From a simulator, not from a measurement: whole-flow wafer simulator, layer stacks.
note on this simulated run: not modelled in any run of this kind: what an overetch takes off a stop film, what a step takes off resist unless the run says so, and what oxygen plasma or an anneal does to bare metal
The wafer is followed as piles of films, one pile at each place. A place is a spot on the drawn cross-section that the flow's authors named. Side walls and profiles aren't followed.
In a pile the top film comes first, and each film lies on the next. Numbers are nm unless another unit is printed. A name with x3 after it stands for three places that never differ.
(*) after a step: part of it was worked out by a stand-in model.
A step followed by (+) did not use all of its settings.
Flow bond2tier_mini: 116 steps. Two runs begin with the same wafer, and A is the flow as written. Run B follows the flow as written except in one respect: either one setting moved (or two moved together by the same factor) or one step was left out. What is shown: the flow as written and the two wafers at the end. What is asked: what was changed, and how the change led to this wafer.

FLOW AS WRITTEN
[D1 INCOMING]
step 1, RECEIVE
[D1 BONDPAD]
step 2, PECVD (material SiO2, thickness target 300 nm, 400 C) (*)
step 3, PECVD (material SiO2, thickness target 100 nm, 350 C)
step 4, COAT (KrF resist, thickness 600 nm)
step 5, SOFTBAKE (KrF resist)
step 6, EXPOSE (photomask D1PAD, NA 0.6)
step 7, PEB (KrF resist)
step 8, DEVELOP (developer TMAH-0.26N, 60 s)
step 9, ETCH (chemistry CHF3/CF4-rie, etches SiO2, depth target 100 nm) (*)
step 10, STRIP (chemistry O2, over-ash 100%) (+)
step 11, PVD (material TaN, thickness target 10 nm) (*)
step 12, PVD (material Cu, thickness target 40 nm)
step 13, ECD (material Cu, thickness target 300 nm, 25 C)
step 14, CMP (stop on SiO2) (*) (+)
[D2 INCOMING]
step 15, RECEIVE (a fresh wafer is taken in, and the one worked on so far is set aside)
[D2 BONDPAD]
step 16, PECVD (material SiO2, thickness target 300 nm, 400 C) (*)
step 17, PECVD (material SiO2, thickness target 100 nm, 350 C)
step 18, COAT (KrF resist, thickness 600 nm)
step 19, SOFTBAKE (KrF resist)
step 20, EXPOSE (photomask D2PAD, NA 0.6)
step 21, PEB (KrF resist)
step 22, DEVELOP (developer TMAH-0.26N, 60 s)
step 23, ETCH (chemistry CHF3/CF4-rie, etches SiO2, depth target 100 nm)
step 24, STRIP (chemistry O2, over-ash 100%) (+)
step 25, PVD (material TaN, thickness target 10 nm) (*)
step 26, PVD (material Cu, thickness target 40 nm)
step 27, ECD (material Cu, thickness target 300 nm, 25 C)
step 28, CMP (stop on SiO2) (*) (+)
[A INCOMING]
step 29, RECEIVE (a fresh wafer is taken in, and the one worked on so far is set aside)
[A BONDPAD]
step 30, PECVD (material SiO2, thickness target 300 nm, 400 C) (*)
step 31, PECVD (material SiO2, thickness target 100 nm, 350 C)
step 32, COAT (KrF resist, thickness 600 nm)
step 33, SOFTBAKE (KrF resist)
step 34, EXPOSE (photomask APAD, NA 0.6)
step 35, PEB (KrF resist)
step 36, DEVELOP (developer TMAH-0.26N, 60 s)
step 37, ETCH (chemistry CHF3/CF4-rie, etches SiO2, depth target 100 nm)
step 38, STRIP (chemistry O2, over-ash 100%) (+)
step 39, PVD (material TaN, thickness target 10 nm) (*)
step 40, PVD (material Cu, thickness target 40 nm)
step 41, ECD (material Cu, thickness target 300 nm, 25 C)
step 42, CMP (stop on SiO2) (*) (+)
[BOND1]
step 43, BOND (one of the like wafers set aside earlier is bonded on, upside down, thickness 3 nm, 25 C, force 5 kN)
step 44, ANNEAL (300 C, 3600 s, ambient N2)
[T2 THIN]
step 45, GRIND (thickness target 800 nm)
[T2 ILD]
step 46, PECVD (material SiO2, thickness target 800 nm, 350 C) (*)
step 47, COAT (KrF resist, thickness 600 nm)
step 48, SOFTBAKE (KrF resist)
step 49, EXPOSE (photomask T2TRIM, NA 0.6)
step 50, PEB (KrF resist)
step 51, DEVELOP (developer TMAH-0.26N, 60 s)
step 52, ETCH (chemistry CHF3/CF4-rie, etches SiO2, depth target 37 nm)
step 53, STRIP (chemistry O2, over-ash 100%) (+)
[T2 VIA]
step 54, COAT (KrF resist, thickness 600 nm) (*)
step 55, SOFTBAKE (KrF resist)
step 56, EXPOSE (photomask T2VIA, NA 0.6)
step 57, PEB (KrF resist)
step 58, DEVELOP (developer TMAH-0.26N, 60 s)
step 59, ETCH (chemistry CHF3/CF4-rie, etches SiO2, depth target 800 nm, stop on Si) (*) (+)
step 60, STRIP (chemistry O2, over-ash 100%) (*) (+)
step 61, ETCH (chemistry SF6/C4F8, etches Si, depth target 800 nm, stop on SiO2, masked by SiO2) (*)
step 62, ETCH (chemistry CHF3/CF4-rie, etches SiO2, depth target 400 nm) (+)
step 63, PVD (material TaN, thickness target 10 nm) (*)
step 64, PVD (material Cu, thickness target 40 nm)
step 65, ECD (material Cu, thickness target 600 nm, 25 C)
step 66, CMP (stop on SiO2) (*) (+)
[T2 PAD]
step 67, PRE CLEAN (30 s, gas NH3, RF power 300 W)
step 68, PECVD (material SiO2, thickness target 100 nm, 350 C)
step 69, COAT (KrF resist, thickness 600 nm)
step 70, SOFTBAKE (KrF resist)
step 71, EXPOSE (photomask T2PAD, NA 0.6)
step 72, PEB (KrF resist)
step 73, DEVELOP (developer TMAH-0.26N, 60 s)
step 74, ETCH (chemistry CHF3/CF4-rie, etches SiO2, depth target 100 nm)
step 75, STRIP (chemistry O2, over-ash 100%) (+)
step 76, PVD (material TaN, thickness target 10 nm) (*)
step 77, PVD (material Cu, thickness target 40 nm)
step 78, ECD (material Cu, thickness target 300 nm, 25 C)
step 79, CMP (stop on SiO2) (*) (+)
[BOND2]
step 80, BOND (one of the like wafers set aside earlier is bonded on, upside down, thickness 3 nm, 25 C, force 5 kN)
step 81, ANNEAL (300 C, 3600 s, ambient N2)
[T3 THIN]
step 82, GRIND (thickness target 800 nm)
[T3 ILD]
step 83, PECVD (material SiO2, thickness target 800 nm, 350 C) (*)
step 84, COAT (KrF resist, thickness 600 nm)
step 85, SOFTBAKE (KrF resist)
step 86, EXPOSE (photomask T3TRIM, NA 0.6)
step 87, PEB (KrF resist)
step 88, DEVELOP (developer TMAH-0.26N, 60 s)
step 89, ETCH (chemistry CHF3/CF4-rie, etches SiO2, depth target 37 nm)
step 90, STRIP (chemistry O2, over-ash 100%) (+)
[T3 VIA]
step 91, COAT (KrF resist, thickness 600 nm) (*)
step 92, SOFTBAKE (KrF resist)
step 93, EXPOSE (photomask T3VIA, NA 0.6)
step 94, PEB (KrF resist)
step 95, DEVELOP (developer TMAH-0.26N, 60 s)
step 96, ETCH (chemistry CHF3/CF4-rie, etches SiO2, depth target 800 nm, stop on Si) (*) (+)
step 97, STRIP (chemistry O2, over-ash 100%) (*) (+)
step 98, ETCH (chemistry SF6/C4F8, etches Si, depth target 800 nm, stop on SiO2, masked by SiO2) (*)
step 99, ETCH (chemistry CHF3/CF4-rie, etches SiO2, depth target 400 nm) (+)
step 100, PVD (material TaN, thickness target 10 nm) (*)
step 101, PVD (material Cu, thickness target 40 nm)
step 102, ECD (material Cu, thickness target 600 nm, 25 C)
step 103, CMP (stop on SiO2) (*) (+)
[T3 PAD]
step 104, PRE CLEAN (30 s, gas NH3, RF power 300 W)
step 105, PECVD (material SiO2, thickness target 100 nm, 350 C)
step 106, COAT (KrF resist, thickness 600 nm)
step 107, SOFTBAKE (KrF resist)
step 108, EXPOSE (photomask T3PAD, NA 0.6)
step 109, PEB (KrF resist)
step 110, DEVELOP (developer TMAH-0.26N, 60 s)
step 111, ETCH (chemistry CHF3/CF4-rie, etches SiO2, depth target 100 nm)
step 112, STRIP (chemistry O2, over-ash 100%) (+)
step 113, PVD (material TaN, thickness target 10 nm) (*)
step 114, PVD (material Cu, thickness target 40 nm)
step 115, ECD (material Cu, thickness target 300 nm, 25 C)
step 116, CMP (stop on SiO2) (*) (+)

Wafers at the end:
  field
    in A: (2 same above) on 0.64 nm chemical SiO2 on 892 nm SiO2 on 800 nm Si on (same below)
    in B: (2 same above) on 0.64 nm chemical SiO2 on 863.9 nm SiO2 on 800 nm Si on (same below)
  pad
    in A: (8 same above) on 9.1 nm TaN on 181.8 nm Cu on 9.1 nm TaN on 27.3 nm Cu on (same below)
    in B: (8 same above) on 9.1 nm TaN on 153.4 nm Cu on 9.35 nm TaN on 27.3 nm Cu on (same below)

Cause: step 68, PECVD: thickness target 71.9 nm was run, while the flow as written has thickness target 100 nm; step 74, ETCH: depth target 71.9 nm was run, where the flow has depth target 100 nm.

Step by step, how the change led to this:
  step 68, PECVD (material SiO2, thickness target 100 nm, 350 C)
      field: A +100 SiO2 | B +71.9 SiO2
      pad: A +100 SiO2 (new film) | B +71.9 SiO2 (new film)
  step 74, ETCH (chemistry CHF3/CF4-rie, etches SiO2, depth target 100 nm)
      field: A -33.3 KrF resist | B -24 KrF resist
      pad: A -100 SiO2 (all of it) | B -71.9 SiO2 (all of it)
  step 77, PVD (material Cu, thickness target 40 nm)
      pad: A +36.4 Cu (new film) | B +37.4 Cu (new film)
  step 78, ECD (material Cu, thickness target 300 nm, 25 C)
      pad: A +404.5 Cu | B +375.2 Cu
